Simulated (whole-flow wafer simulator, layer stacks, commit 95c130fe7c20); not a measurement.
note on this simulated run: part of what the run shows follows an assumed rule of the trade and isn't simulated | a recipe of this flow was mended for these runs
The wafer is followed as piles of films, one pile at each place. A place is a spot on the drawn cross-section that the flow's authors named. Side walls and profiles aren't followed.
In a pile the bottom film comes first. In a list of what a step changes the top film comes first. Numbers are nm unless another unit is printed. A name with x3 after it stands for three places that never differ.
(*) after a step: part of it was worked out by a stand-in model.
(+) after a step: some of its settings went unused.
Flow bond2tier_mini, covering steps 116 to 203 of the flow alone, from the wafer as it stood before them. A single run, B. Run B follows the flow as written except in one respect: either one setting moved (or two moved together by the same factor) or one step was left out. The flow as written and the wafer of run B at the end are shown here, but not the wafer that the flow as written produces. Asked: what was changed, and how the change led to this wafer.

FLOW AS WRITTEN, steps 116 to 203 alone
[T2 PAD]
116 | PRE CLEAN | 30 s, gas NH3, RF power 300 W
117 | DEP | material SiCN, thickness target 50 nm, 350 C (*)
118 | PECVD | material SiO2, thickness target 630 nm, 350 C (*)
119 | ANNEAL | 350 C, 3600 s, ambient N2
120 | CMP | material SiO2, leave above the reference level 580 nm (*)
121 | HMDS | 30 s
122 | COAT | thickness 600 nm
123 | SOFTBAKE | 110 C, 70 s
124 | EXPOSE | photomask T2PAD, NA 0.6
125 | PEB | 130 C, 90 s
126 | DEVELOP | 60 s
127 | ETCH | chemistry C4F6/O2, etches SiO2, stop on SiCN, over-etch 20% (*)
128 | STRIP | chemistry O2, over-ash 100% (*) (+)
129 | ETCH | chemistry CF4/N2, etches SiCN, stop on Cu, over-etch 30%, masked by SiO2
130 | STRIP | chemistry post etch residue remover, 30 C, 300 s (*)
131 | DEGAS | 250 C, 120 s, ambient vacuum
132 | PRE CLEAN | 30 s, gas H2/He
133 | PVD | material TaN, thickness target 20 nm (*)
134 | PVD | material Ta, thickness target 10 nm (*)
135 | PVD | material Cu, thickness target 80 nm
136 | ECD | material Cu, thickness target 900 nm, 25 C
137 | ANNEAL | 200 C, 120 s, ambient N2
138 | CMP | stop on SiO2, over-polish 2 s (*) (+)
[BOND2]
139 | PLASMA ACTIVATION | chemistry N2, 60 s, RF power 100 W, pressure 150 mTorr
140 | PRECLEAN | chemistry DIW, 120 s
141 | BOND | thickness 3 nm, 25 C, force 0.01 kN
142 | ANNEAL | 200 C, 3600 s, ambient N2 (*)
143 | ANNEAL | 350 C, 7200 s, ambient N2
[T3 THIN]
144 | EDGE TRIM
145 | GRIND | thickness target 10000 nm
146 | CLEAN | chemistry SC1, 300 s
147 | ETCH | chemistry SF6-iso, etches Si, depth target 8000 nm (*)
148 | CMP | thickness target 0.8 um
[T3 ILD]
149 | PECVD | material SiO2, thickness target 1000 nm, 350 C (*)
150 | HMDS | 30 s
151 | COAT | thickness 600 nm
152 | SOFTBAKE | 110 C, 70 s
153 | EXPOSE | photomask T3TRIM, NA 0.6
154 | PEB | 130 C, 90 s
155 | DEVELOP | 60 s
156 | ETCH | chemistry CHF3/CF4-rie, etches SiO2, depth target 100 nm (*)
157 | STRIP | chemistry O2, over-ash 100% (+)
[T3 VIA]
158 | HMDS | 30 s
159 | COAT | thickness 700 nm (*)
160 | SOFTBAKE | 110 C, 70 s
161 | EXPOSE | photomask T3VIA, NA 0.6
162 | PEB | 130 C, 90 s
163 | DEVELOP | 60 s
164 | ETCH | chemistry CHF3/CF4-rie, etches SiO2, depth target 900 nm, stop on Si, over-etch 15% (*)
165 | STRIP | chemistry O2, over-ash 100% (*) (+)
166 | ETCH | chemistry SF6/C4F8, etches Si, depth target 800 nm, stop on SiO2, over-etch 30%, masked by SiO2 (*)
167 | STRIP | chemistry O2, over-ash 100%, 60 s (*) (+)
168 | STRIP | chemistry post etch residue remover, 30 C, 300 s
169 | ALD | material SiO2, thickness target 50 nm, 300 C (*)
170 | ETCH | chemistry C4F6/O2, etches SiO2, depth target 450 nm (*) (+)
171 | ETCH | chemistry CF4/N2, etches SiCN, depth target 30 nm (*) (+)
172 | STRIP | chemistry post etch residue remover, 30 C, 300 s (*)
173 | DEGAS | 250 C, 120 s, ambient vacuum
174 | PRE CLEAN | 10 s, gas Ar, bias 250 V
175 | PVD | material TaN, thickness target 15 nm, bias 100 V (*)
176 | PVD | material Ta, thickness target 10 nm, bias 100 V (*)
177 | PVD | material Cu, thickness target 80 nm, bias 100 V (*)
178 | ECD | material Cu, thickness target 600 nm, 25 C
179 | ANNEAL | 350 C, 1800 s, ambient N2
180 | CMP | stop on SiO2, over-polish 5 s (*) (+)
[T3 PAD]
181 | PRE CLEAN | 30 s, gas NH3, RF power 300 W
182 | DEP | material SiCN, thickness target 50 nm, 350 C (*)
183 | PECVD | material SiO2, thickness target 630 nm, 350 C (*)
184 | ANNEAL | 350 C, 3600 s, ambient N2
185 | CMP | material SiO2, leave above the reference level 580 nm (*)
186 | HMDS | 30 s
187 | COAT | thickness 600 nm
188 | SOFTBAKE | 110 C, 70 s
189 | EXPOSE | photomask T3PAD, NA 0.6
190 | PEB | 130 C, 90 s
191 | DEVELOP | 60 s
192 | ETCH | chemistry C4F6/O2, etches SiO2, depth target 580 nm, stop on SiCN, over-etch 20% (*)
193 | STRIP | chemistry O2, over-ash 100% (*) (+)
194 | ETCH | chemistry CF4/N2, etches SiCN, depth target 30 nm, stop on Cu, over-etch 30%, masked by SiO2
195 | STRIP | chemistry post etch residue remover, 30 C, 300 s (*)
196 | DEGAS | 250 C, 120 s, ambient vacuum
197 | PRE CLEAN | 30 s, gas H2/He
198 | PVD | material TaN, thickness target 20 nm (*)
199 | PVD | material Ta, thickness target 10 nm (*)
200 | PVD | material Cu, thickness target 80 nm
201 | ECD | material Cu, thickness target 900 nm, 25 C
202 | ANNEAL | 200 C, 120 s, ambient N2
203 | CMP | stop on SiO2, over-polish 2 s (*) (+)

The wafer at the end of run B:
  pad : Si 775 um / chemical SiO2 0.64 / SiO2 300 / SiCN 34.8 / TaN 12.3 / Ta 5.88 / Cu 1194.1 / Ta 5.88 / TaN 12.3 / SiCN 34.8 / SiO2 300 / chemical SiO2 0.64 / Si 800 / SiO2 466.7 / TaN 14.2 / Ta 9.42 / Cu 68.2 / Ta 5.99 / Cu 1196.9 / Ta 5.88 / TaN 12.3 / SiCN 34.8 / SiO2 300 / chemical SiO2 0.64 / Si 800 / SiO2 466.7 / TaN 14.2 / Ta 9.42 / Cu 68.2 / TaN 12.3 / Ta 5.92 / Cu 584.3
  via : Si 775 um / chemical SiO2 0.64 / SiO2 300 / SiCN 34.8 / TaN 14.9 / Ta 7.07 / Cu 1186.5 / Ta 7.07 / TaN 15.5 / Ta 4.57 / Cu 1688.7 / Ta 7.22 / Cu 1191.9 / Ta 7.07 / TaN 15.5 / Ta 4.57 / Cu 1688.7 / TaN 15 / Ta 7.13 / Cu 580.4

Cause: step 133, PVD: material TaN, thickness target 20 nm (*), was skipped.

How this came from the change, step by step:
  138 | CMP | stop on SiO2, over-polish 2 s (*) (+)
      field: Cu loses 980 (all of it), Ta loses 10 (all of it) (in the flow as written it would be: Cu loses 980 (all of it), Ta loses 10 (all of it), TaN loses 20 (all of it))
